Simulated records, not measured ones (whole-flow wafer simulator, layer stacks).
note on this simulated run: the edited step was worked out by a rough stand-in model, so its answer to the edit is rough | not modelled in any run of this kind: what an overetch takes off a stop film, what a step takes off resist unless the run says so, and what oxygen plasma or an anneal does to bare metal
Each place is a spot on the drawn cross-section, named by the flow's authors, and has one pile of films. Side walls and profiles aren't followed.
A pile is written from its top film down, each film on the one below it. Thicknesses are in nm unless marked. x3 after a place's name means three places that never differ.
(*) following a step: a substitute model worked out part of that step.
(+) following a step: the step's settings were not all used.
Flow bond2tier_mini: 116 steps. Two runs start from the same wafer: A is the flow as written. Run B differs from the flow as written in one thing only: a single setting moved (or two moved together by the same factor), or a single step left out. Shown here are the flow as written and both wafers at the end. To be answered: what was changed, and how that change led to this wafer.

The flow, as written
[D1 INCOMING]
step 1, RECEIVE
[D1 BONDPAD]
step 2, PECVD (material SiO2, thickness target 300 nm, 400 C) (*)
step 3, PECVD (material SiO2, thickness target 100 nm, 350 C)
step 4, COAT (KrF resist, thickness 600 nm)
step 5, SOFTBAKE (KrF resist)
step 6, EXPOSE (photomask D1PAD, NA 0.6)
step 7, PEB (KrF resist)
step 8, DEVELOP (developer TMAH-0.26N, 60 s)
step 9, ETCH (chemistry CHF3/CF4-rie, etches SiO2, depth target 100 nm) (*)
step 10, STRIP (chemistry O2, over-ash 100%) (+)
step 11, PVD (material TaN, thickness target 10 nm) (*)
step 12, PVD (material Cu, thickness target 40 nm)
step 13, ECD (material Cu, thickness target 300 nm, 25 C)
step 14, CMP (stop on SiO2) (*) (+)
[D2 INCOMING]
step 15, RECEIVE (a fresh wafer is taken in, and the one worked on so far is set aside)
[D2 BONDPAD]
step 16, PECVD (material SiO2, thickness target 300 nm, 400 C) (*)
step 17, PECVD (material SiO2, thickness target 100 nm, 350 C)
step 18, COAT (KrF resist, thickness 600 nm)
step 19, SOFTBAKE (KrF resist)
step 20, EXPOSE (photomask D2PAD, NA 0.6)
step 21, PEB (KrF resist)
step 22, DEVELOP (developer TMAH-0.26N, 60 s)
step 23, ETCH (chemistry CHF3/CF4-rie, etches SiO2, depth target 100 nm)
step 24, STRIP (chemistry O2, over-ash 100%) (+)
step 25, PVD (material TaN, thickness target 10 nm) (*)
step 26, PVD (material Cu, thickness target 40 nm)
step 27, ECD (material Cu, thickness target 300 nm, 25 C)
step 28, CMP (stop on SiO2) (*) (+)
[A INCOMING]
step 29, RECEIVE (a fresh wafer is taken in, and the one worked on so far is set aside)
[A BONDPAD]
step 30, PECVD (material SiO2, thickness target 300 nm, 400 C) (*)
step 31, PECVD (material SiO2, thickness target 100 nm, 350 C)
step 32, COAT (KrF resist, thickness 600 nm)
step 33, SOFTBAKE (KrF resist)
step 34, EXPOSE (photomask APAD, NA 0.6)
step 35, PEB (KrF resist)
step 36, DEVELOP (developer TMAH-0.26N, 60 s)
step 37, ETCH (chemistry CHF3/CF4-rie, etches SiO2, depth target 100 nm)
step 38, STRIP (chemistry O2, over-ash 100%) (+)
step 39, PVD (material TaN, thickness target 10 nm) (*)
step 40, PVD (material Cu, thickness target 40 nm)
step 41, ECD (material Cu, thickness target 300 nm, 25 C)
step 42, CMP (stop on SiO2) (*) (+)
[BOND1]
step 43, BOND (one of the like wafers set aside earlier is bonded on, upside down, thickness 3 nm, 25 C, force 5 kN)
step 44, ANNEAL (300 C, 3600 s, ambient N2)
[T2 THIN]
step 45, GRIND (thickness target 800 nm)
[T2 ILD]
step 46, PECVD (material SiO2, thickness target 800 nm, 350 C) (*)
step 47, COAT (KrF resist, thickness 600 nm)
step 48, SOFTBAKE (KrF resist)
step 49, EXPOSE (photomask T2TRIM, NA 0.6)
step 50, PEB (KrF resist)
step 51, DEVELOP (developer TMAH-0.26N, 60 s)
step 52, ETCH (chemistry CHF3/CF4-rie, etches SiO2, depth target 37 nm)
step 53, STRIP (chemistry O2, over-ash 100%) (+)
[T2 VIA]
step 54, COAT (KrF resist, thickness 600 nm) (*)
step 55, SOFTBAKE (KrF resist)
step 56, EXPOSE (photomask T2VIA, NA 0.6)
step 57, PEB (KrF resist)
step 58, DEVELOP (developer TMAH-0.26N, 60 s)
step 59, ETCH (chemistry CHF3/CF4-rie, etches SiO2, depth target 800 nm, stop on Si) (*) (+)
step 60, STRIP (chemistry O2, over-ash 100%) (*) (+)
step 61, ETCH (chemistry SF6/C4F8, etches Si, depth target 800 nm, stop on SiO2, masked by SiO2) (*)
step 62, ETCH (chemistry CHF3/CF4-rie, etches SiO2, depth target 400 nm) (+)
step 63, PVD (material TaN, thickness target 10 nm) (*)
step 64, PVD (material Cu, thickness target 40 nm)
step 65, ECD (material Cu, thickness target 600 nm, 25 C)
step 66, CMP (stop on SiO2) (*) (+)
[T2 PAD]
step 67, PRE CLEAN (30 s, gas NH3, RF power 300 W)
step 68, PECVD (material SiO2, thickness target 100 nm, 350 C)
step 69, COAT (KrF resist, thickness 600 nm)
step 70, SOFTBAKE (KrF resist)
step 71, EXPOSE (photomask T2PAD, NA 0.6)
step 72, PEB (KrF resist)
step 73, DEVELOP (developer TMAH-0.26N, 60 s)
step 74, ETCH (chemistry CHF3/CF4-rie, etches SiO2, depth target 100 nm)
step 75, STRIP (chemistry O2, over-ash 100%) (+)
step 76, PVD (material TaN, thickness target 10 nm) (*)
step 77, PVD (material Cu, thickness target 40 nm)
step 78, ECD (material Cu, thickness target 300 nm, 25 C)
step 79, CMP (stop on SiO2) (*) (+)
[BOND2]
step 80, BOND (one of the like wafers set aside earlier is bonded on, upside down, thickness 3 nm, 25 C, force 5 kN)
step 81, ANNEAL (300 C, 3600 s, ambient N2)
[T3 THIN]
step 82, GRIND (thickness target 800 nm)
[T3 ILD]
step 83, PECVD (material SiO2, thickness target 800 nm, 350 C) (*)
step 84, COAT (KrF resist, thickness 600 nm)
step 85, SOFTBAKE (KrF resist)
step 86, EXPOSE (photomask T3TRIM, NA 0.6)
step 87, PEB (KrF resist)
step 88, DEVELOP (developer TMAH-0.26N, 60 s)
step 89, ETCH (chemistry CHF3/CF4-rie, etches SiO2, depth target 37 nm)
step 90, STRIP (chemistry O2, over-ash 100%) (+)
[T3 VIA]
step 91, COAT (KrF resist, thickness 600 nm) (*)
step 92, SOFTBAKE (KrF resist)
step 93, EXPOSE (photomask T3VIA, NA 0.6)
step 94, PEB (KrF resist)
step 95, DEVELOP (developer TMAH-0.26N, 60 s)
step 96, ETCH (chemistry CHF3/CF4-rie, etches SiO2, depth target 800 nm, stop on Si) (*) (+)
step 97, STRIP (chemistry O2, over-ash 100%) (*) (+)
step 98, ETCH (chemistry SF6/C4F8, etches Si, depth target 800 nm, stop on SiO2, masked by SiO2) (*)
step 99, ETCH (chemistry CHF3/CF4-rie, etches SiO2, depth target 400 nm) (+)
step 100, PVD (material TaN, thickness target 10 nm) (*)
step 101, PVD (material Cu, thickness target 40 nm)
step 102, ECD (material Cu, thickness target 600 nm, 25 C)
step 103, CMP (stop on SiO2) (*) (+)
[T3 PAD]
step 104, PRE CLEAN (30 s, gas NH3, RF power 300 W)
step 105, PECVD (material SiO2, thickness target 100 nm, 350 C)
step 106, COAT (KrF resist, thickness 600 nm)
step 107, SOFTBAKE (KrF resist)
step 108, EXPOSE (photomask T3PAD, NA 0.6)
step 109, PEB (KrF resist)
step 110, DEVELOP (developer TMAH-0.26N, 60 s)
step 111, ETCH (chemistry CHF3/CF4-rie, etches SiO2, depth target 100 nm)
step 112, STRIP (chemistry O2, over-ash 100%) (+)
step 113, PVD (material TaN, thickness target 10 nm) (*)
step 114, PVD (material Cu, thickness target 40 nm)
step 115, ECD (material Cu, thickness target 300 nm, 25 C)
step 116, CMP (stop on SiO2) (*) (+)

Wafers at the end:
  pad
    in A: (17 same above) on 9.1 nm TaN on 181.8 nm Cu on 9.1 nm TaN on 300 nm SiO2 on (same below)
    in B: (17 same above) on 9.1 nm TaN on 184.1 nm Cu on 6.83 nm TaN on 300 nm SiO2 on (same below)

Cause: step 39, PVD: thickness target 7.5 nm was run, though the flow has thickness target 10 nm.

The path from the change to this, step by step:
  step 39, PVD (material TaN, thickness target 10 nm) (*)
      field: A TaN gains 10 (new film) | B TaN gains 7.5 (new film)
      pad: A TaN gains 9.1 (new film) | B TaN gains 6.83 (new film)
      (as well as at 1 more place)
  step 42, CMP (stop on SiO2) (*) (+)
      field: A Cu loses 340 (all of it), TaN loses 10 (all of it) | B Cu loses 340 (all of it), TaN loses 7.5 (all of it)
